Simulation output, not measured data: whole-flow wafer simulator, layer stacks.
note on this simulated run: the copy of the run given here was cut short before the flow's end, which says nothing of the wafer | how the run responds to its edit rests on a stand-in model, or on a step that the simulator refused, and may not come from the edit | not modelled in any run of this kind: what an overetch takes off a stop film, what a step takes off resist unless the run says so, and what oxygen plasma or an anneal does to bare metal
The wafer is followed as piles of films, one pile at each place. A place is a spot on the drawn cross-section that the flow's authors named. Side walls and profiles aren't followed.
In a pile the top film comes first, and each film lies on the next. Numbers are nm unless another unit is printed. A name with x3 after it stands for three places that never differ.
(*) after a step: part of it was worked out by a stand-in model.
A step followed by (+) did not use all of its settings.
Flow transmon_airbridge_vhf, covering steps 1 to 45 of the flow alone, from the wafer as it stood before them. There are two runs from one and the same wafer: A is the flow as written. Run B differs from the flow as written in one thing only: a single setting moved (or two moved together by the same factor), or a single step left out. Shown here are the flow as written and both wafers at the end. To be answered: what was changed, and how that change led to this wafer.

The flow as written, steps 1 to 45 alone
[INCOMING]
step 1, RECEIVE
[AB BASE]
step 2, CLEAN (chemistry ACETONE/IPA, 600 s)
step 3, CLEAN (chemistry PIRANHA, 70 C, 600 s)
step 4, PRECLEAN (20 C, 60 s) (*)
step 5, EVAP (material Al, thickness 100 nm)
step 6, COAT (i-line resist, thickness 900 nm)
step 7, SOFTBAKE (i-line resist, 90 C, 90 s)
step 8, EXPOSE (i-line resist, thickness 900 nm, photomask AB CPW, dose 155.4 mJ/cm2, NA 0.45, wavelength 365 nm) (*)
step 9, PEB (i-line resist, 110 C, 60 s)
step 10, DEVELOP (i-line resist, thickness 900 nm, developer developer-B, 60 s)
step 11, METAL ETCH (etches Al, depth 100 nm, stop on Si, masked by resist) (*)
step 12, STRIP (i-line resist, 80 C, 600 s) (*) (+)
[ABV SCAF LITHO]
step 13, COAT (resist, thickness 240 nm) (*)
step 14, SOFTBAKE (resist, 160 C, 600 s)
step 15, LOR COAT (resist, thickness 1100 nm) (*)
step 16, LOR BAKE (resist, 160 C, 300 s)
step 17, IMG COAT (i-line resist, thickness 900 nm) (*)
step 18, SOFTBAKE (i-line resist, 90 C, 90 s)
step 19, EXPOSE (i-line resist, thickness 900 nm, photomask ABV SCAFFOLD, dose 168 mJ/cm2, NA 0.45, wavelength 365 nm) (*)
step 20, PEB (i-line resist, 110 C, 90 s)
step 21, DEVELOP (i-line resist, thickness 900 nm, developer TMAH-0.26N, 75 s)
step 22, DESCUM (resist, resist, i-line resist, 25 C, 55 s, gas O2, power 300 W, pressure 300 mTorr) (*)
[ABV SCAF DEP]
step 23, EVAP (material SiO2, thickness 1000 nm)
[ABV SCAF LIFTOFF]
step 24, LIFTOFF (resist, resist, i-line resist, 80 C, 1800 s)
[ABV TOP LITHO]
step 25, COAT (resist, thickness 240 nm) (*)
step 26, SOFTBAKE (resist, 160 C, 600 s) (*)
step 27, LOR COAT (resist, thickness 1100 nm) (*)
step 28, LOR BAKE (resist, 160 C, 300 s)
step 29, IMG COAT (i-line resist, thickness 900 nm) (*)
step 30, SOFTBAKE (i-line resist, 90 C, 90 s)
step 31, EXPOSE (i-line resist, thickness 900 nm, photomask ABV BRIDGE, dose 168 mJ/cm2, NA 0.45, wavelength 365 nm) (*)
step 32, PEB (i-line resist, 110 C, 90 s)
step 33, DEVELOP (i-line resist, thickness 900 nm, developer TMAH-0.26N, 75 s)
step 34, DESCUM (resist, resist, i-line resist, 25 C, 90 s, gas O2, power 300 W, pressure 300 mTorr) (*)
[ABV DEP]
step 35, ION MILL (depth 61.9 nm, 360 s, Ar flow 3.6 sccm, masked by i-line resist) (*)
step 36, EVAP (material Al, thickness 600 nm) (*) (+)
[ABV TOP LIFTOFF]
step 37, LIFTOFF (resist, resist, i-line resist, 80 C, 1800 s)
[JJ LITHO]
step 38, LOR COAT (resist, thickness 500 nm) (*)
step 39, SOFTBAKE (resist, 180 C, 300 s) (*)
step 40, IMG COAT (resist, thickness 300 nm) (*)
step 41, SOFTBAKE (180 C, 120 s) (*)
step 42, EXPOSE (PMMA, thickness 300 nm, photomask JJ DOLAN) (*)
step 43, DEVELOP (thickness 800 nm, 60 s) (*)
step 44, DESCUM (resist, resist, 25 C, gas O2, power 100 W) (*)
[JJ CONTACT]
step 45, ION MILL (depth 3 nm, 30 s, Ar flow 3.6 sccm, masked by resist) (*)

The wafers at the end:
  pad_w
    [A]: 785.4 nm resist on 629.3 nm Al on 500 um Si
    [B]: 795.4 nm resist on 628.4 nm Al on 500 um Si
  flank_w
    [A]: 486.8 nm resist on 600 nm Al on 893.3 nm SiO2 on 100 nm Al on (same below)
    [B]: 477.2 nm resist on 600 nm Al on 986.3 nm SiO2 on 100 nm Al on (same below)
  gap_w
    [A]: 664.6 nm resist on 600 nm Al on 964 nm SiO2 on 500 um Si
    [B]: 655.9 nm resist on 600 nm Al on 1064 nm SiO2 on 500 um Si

Cause: step 23, EVAP: thickness 1100 nm was run, whereas the flow has thickness 1000 nm.

Step by step, how the change led to this:
  step 23, EVAP (material SiO2, thickness 1000 nm)
      field x3, jj_line, ground_far and 10 more: A SiO2 gains 1000 (new film) | B SiO2 gains 1100 (new film)
      flank_w, flank_e: A SiO2 gains 929.3 (new film) | B SiO2 gains 1022.2 (new film)
  step 24, LIFTOFF (resist, resist, i-line resist, 80 C, 1800 s)
      field x3, jj_line, trace_open_s x2: A SiO2 loses 1000 (all of it), i-line resist loses 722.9 (all of it), resist loses 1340 (all of it) | B SiO2 loses 1100 (all of it), i-line resist loses 722.9 (all of it), resist loses 1340 (all of it)
      pad_w, pad_e: A SiO2 loses 1000 (all of it), i-line resist loses 718 (all of it), resist loses 1330.2 (all of it) | B SiO2 loses 1100 (all of it), i-line resist loses 718 (all of it), resist loses 1330.2 (all of it)
      (as well as at 1 more place)
  step 25, COAT (resist, thickness 240 nm) (*)
      flank_w, flank_e: A resist gains 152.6 (new film) | B resist gains 149.2 (new film)
      gap_w, gap_e: A resist gains 210.7 (new film) | B resist gains 206.4 (new film)
      (as well as at 3 more places)
  step 27, LOR COAT (resist, thickness 1100 nm) (*)
      margin_s, margin_n: A resist gains 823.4 | B resist gains 800.6
      flank_w: A resist gains 822.6 | B resist gains 799.2
      (as well as at 1 more place)
  step 29, IMG COAT (i-line resist, thickness 900 nm) (*)
      gap_w, gap_e: A i-line resist gains 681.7 (new film) | B i-line resist gains 657.6 (new film)
      margin_s, margin_n: A i-line resist gains 603.2 (new film) | B i-line resist gains 571.4 (new film)
      (as well as at 4 more places)
  step 32, PEB (i-line resist, 110 C, 90 s)
      flank_w, flank_e: A i-line resist loses 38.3 | B i-line resist loses 37.2
      gap_w, gap_e: A i-line resist loses 34.7 | B i-line resist loses 33.5
      (as well as at 4 more places)
  step 33, DEVELOP (i-line resist, thickness 900 nm, developer TMAH-0.26N, 75 s)
      gap_w, gap_e: A i-line resist loses 646.9 (all of it), resist loses 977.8 | B i-line resist loses 624.1 (all of it), resist loses 964.3
      flank_w: A i-line resist loses 710.9 (all of it), resist loses 822.6 | B i-line resist loses 691.9 (all of it), resist loses 799.2
      (as well as at 3 more places)
  step 34, DESCUM (resist, resist, i-line resist, 25 C, 90 s, gas O2, power 300 W, pressure 300 mTorr) (*)
      flank_w, flank_e: A resist loses 152.6 (all of it) | B resist loses 149.2 (all of it)
      gap_w, gap_e: A resist loses 210.7 (all of it) | B resist loses 206.4 (all of it)
      (as well as at 1 more place)
  step 37, LIFTOFF (resist, resist, i-line resist, 80 C, 1800 s)
      margin_s, margin_n: A Al loses 600 (all of it), i-line resist loses 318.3 (all of it), resist loses 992 (all of it) | B Al loses 600 (all of it), i-line resist loses 288.2 (all of it), resist loses 963.5 (all of it)
  step 38, LOR COAT (resist, thickness 500 nm) (*)
      flank_w, flank_e: A resist gains 306.5 (new film) | B resist gains 300.2 (new film)
  step 40, IMG COAT (resist, thickness 300 nm) (*)
      margin_s, margin_n: A resist gains 248.7 | B resist gains 242.4
      bridge_strip: A resist gains 197.1 | B resist gains 192.4
